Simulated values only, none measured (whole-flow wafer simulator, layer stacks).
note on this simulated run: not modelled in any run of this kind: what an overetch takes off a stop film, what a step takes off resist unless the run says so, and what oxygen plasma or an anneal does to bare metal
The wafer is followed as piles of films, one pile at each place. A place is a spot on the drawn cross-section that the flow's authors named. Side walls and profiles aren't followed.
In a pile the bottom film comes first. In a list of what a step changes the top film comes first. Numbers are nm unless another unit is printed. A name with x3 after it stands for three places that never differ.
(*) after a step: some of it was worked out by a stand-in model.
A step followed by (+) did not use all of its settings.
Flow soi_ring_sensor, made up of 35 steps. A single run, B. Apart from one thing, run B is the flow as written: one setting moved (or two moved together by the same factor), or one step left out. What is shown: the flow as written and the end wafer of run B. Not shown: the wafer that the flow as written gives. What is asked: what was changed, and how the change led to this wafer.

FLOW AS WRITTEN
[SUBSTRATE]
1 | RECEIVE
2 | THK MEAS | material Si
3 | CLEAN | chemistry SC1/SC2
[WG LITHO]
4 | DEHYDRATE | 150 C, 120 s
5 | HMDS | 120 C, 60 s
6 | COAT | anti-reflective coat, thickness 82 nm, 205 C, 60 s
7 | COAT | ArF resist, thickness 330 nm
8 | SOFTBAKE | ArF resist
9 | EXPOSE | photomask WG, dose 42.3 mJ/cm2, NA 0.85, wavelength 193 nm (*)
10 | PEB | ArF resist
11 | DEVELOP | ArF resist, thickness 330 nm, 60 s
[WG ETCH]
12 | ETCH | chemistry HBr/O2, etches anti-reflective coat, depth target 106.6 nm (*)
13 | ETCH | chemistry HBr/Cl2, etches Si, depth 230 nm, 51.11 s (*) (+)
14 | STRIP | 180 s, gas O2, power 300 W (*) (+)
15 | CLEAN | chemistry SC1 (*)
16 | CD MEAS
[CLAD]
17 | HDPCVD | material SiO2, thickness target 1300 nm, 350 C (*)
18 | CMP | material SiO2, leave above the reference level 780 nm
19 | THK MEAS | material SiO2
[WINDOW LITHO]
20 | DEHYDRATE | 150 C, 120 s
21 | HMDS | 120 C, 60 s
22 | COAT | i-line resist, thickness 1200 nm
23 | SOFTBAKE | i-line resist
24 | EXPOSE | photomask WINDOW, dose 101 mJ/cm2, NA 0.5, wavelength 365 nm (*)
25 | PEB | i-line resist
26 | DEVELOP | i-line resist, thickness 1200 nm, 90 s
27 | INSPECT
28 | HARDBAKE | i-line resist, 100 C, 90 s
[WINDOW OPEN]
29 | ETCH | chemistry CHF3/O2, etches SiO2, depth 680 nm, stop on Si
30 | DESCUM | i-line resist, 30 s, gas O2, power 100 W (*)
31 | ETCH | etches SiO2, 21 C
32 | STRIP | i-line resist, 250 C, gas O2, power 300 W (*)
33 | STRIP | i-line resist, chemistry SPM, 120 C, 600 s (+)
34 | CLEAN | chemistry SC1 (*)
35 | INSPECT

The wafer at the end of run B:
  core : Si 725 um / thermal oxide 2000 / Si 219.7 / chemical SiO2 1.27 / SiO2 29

What caused this: step 29, ETCH: depth 289 nm was run, whereas the flow has depth 680 nm.

Step by step, how the change led to this:
  29 | ETCH | chemistry CHF3/O2, etches SiO2, depth 680 nm, stop on Si
      core, gap, window: SiO2 loses 289 (as written it would have been: SiO2 loses 680)
      field, core_clad, gap_clad: i-line resist loses 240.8 (as written it would have been: i-line resist loses 566.7)
  31 | ETCH | etches SiO2, 21 C
      core: SiO2 loses 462 (as written it would have been: SiO2 loses 100 (all of it), chemical SiO2 loses 1.27 (all of it))
  32 | STRIP | i-line resist, 250 C, gas O2, power 300 W (*)
      core: nothing (as written it would have been: chemical SiO2 gains 1.23 (new film), Si loses 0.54)
      field, core_clad: i-line resist loses 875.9 (all of it) (as written it would have been: i-line resist loses 550.1 (all of it))
